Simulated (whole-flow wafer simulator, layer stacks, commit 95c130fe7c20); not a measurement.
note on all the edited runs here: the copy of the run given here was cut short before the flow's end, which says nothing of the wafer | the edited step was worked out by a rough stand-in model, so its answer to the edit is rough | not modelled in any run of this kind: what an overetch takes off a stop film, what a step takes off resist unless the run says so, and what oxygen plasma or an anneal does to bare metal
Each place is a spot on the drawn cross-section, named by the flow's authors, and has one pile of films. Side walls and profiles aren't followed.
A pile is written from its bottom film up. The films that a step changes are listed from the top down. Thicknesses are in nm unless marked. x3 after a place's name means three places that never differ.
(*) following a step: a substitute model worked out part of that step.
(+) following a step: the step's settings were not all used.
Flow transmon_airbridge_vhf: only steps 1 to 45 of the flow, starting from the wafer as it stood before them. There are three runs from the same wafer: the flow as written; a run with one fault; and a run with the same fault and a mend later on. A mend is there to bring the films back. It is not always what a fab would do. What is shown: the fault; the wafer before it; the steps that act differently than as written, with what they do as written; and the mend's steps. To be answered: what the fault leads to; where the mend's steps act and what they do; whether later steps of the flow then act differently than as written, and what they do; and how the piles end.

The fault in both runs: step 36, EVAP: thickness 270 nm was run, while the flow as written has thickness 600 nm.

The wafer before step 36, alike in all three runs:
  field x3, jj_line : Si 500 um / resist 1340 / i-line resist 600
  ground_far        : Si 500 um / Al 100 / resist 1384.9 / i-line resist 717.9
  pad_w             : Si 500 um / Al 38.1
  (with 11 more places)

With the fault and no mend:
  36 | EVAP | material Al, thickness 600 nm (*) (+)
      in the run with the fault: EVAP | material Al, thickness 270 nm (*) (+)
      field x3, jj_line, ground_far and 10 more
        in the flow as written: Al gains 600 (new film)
        in the run with the fault: Al gains 270 (new film)
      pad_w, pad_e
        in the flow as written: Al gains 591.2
        in the run with the fault: Al gains 266.1
  Steps later in the flow that act otherwise than as written:
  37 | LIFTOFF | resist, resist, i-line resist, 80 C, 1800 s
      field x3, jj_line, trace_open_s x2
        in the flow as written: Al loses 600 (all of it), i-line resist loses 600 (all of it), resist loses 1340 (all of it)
        in the run with the fault: Al loses 270 (all of it), i-line resist loses 600 (all of it), resist loses 1340 (all of it)
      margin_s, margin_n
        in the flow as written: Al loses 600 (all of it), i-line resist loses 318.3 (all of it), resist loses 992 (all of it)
        in the run with the fault: Al loses 270 (all of it), i-line resist loses 318.3 (all of it), resist loses 992 (all of it)
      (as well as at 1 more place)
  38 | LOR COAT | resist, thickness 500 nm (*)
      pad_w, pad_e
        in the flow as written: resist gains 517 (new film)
        in the run with the fault: resist gains 548.1 (new film)
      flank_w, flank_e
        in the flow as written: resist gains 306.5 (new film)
        in the run with the fault: resist gains 314.4 (new film)
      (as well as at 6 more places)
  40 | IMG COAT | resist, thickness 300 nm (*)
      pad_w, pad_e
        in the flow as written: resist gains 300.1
        in the run with the fault: resist gains 316.2
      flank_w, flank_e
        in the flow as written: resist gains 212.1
        in the run with the fault: resist gains 223.3
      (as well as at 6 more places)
  At pad_w, flank_w, gap_w and 7 more, the piles at the end differ from the flow's by more than 2% or 0.5 nm, whichever is larger.
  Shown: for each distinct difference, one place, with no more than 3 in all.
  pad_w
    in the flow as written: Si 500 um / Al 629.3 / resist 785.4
    in the run with the fault: Si 500 um / Al 304.1 / resist 832.6
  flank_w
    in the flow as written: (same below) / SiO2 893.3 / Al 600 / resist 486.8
    in the run with the fault: (same below) / SiO2 893.3 / Al 270 / resist 505.9
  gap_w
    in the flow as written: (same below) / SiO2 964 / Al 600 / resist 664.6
    in the run with the fault: (same below) / SiO2 964 / Al 270 / resist 689.1

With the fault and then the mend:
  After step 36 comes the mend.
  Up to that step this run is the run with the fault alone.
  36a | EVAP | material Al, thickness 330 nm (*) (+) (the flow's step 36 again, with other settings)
      field x3, jj_line, ground_far and 10 more
        Al gains 330
      pad_w, pad_e
        Al gains 325.1
  None of the later steps of the flow differs from how it acts as written, at any place that is followed, by more than 2% or 0.5 nm, whichever is larger.
  When the end is reached, the piles differ only a little from the flow's at the places that both follow, at most by 2% or 0.5 nm, whichever is larger.
